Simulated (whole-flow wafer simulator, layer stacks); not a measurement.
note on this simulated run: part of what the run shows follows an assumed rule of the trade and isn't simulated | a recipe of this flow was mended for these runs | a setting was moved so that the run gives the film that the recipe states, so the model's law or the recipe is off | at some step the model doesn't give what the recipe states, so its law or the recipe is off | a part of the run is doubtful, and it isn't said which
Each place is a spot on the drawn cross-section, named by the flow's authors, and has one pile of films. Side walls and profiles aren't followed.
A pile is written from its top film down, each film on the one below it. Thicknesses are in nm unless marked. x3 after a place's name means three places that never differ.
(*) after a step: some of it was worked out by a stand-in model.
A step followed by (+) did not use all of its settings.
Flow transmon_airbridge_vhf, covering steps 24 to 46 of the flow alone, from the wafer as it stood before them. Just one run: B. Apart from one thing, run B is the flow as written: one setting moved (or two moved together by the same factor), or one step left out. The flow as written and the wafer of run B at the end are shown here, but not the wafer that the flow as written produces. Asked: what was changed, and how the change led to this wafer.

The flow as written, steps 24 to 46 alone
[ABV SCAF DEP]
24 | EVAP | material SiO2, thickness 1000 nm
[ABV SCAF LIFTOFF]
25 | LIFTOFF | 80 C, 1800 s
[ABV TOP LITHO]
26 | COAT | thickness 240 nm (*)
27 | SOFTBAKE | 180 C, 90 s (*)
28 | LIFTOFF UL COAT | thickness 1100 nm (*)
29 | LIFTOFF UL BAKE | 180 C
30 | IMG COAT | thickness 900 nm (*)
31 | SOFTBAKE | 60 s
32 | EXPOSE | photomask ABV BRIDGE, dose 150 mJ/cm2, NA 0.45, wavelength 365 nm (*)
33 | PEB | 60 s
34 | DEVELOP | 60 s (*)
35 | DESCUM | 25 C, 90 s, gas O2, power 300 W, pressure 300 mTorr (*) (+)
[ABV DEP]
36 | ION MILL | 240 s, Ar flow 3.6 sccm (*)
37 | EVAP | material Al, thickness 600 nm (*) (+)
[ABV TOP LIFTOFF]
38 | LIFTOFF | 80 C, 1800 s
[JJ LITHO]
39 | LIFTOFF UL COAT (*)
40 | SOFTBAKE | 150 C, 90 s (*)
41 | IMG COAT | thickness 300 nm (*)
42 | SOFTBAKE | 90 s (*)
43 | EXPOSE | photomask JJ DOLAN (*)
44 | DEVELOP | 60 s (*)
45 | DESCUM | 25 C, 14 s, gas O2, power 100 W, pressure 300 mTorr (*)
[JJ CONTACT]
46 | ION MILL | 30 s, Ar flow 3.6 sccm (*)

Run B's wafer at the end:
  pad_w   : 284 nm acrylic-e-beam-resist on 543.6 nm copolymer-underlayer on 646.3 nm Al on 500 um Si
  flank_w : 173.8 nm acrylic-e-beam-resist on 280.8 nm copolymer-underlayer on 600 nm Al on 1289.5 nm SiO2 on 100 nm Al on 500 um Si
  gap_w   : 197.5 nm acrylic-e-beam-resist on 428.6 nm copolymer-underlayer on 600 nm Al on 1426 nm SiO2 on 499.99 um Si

What caused this: step 24, EVAP: thickness 1450 nm was run, whereas the flow has thickness 1000 nm.

How this came from the change, step by step:
  24 | EVAP | material SiO2, thickness 1000 nm
      field x3, jj_line, ground_far and 10 more: SiO2 gains 1450 (new film) (it would be, as written: SiO2 gains 1000 (new film))
      flank_w, flank_e: SiO2 gains 1313.4 (new film) (it would be, as written: SiO2 gains 905.8 (new film))
  25 | LIFTOFF | 80 C, 1800 s
      field x3, jj_line, trace_open_s x2: SiO2 loses 1450 (all of it), i-line-resist loses 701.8 (all of it), lift-off-underlayer loses 1100 (all of it), acrylic-e-beam-resist loses 240 (all of it) (it would be, as written: SiO2 loses 1000 (all of it), i-line-resist loses 701.8 (all of it), lift-off-underlayer loses 1100 (all of it), acrylic-e-beam-resist loses 240 (all of it))
      pad_w, pad_e: SiO2 loses 1450 (all of it), i-line-resist loses 696.3 (all of it), lift-off-underlayer loses 1089.9 (all of it), acrylic-e-beam-resist loses 239.3 (all of it) (it would be, as written: SiO2 loses 1000 (all of it), i-line-resist loses 696.3 (all of it), lift-off-underlayer loses 1089.9 (all of it), acrylic-e-beam-resist loses 239.3 (all of it))
      (as well as at 1 more place)
  26 | COAT | thickness 240 nm (*)
      flank_w, flank_e: acrylic-e-beam-resist gains 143 (new film) (it would be, as written: acrylic-e-beam-resist gains 155.2 (new film))
      gap_w, gap_e: acrylic-e-beam-resist gains 192.1 (new film) (it would be, as written: acrylic-e-beam-resist gains 211.2 (new film))
      (as well as at 6 more places)
  28 | LIFTOFF UL COAT | thickness 1100 nm (*)
      gap_w, gap_e: lift-off-underlayer gains 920 (new film) (it would be, as written: lift-off-underlayer gains 979.6 (new film))
      margin_s, margin_n: lift-off-underlayer gains 726.1 (new film) (it would be, as written: lift-off-underlayer gains 823.4 (new film))
      (as well as at 6 more places)
  30 | IMG COAT | thickness 900 nm (*)
      gap_w, gap_e: i-line-resist gains 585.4 (new film) (it would be, as written: i-line-resist gains 685.3 (new film))
      margin_s, margin_n: i-line-resist gains 462.6 (new film) (it would be, as written: i-line-resist gains 603.2 (new film))
      (as well as at 7 more places)
  33 | PEB | 60 s
      flank_w, flank_e: i-line-resist loses 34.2 (it would be, as written: i-line-resist loses 38.8)
      gap_w, gap_e: i-line-resist loses 29.8 (it would be, as written: i-line-resist loses 35)
      (as well as at 7 more places)
  34 | DEVELOP | 60 s (*)
      gap_w, gap_e: i-line-resist loses 555.6 (all of it), lift-off-underlayer loses 920 (all of it) (it would be, as written: i-line-resist loses 650.2 (all of it), lift-off-underlayer loses 979.6 (all of it))
      pad_w: i-line-resist loses 975.2 (all of it), lift-off-underlayer loses 1315.1 (all of it) (it would be, as written: i-line-resist loses 937.3 (all of it), lift-off-underlayer loses 1246.2 (all of it))
      (as well as at 5 more places)
  35 | DESCUM | 25 C, 90 s, gas O2, power 300 W, pressure 300 mTorr (*) (+)
      field x3, jj_line, ground_far, trace_open_s x2, margin_s, margin_n: i-line-resist loses 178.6 (it would be, as written: i-line-resist loses 167.2)
      flank_w, flank_e: acrylic-e-beam-resist loses 143 (all of it) (it would be, as written: acrylic-e-beam-resist loses 155.2 (all of it))
      (as well as at 6 more places)
  38 | LIFTOFF | 80 C, 1800 s
      margin_s, margin_n: Al loses 600 (all of it), i-line-resist loses 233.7 (all of it), lift-off-underlayer loses 726.1 (all of it), acrylic-e-beam-resist loses 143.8 (all of it) (it would be, as written: Al loses 600 (all of it), i-line-resist loses 378.2 (all of it), lift-off-underlayer loses 823.4 (all of it), acrylic-e-beam-resist loses 168.6 (all of it))
      ground_far: Al loses 600 (all of it), i-line-resist loses 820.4 (all of it), lift-off-underlayer loses 1143.8 (all of it), acrylic-e-beam-resist loses 253.7 (all of it) (it would be, as written: Al loses 600 (all of it), i-line-resist loses 776.6 (all of it), lift-off-underlayer loses 1134.8 (all of it), acrylic-e-beam-resist loses 250.1 (all of it))
  39 | LIFTOFF UL COAT (*)
      pad_w, pad_e: copolymer-underlayer gains 543.6 (new film) (it would be, as written: copolymer-underlayer gains 513.6 (new film))
      flank_w, flank_e: copolymer-underlayer gains 280.8 (new film) (it would be, as written: copolymer-underlayer gains 308 (new film))
      (as well as at 6 more places)
  41 | IMG COAT | thickness 300 nm (*)
      pad_w, pad_e: acrylic-e-beam-resist gains 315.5 (new film) (it would be, as written: acrylic-e-beam-resist gains 300.2 (new film))
      flank_w, flank_e: acrylic-e-beam-resist gains 205.3 (new film) (it would be, as written: acrylic-e-beam-resist gains 217.1 (new film))
      (as well as at 6 more places)
